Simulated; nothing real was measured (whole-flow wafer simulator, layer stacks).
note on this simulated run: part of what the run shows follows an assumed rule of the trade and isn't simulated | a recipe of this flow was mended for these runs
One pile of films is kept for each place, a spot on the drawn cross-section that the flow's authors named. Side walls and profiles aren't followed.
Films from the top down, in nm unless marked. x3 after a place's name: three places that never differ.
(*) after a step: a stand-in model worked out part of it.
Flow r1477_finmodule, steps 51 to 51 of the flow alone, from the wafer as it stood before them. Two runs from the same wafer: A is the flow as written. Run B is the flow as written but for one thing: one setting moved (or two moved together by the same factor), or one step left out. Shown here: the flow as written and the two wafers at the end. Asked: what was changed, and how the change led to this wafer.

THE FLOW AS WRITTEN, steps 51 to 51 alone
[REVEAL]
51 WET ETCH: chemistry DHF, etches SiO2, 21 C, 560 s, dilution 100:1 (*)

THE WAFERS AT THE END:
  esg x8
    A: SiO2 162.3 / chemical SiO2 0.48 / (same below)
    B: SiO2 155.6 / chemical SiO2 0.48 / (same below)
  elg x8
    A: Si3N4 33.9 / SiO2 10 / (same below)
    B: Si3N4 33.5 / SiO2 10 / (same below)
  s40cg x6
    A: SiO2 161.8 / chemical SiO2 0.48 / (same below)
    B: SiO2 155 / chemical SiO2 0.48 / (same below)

The cause: step 51, WET ETCH: 694 s was run, where the flow has 560 s.

How the change led to this, step by step:
  51 WET ETCH: chemistry DHF, etches SiO2, 21 C, 560 s, dilution 100:1 (*)
      esg x8, s40cg x6, s40sg x6: A SiO2 -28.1 | B SiO2 -34.9
      pad x2: A SiO2 -30.5 | B SiO2 -37.8
